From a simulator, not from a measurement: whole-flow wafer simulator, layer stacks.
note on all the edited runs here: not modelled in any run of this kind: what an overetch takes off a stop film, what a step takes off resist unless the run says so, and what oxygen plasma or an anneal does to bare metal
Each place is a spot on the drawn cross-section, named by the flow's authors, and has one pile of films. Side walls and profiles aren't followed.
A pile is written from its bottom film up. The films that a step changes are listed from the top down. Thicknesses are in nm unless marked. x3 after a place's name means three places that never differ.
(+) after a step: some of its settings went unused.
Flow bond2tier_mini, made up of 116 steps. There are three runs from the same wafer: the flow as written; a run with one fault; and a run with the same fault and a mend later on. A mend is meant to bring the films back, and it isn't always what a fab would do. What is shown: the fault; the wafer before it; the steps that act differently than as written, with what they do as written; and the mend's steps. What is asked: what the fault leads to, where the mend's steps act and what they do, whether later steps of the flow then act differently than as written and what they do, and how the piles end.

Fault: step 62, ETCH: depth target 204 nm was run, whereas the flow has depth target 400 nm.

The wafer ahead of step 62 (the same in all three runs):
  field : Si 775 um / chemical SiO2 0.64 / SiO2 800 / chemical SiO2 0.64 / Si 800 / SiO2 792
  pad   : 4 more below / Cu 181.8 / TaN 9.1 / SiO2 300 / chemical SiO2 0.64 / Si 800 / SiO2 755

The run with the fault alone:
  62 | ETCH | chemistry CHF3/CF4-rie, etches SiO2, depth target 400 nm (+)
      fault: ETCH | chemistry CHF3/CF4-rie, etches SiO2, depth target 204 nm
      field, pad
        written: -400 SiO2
        fault: -204 SiO2
  Later steps of the flow that are run all act as written at every place that is followed.
  The piles end different from the flow's at field, pad by more than 2% or 0.5 nm, whichever is larger.
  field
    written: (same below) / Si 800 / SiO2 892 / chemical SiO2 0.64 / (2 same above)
    fault: (same below) / Si 800 / SiO2 1088 / chemical SiO2 0.64 / (2 same above)
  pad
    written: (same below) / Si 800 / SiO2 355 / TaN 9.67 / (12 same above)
    fault: (same below) / Si 800 / SiO2 551 / TaN 9.67 / (12 same above)

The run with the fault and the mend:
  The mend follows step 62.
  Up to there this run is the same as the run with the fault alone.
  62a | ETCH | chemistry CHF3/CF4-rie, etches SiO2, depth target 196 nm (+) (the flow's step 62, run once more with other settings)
      field, pad
        -196 SiO2
  Later steps of the flow that are run all act as written at every place that is followed.
  The piles end the same as the flow's at every place that both follow.
